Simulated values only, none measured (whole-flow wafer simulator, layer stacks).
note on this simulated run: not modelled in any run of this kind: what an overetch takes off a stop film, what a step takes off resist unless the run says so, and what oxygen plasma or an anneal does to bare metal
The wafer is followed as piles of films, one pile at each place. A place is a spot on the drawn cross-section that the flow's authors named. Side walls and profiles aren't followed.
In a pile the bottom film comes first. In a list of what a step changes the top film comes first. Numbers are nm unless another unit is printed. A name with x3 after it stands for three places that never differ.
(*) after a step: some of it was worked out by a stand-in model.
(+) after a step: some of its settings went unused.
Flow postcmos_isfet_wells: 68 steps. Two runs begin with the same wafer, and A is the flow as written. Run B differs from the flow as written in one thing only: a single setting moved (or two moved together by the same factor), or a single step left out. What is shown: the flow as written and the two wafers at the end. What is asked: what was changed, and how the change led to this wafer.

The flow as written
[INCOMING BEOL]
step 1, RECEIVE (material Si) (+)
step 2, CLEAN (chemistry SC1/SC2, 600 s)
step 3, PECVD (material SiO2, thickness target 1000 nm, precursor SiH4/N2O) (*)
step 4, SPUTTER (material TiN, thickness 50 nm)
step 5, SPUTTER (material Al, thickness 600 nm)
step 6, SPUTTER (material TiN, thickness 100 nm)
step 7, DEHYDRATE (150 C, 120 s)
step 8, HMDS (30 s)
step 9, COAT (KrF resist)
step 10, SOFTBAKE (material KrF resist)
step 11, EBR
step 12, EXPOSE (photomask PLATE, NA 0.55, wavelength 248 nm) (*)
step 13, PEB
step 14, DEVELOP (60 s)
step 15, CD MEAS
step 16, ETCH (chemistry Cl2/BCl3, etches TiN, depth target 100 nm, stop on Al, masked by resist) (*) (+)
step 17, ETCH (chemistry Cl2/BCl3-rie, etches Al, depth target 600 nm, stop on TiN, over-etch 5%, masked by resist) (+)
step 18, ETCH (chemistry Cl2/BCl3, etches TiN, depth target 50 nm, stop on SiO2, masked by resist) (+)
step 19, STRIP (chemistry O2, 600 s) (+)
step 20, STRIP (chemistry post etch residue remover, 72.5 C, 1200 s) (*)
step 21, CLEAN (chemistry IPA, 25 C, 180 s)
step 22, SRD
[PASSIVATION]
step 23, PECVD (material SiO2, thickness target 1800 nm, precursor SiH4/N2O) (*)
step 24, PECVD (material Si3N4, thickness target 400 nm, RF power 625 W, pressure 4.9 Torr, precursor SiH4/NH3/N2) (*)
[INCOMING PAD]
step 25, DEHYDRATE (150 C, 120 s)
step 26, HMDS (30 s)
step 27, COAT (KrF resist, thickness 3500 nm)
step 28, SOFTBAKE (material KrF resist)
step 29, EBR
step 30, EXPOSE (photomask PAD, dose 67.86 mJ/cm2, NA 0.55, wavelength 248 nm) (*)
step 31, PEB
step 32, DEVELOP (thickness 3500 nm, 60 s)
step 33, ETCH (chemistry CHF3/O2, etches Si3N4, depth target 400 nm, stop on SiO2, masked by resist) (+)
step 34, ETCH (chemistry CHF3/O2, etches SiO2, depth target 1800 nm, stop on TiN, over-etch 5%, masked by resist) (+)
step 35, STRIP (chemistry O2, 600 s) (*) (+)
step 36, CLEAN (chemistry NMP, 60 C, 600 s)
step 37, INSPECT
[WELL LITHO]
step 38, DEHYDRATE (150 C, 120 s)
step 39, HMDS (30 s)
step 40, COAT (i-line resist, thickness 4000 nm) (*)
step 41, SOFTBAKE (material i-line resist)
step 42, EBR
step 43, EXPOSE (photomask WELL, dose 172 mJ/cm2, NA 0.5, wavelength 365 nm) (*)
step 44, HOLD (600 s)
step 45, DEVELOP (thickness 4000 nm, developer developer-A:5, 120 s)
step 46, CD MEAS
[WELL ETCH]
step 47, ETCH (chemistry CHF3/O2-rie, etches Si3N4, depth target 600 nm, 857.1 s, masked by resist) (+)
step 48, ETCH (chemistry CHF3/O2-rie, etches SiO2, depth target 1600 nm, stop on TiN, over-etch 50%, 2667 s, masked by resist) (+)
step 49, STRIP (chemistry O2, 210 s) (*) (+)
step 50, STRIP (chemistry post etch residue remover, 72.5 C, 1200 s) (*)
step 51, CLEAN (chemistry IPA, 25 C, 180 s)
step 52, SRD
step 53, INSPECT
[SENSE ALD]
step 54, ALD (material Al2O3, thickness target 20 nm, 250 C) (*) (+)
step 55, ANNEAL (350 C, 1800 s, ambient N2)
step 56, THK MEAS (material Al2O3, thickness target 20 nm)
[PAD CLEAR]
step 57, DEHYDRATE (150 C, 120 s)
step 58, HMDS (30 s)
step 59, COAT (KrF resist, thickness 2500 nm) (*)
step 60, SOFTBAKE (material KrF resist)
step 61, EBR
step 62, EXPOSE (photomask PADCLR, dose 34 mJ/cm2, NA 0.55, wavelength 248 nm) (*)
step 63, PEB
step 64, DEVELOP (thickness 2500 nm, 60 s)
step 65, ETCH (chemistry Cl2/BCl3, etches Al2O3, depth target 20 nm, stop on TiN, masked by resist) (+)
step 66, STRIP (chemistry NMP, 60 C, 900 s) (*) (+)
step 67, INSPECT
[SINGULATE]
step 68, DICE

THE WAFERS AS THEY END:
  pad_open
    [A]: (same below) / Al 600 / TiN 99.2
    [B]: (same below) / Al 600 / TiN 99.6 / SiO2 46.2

The reason: step 33, ETCH: depth target 356 nm was run, whereas the flow has depth target 400 nm.

How this came from the change, step by step:
  step 33, ETCH (chemistry CHF3/O2, etches Si3N4, depth target 400 nm, stop on SiO2, masked by resist) (+)
      pad_open: A Si3N4 loses 400 (all of it) | B Si3N4 loses 356
      field, margin, well900, well1300 x3, pad_rim, pad_clr: A KrF resist loses 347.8 | B KrF resist loses 309.6
  step 34, ETCH (chemistry CHF3/O2, etches SiO2, depth target 1800 nm, stop on TiN, over-etch 5%, masked by resist) (+)
      pad_open: A SiO2 loses 1800 (all of it) | B Si3N4 loses 44 (all of it), SiO2 loses 1753.8
  step 35, STRIP (chemistry O2, 600 s) (*) (+)
      field, margin, well900, well1300 x3, pad_rim, pad_clr: A KrF resist loses 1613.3 (all of it) | B KrF resist loses 1651.6 (all of it)
  step 41, SOFTBAKE (material i-line resist)
      pad_clr: A i-line resist loses 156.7 | B i-line resist loses 152
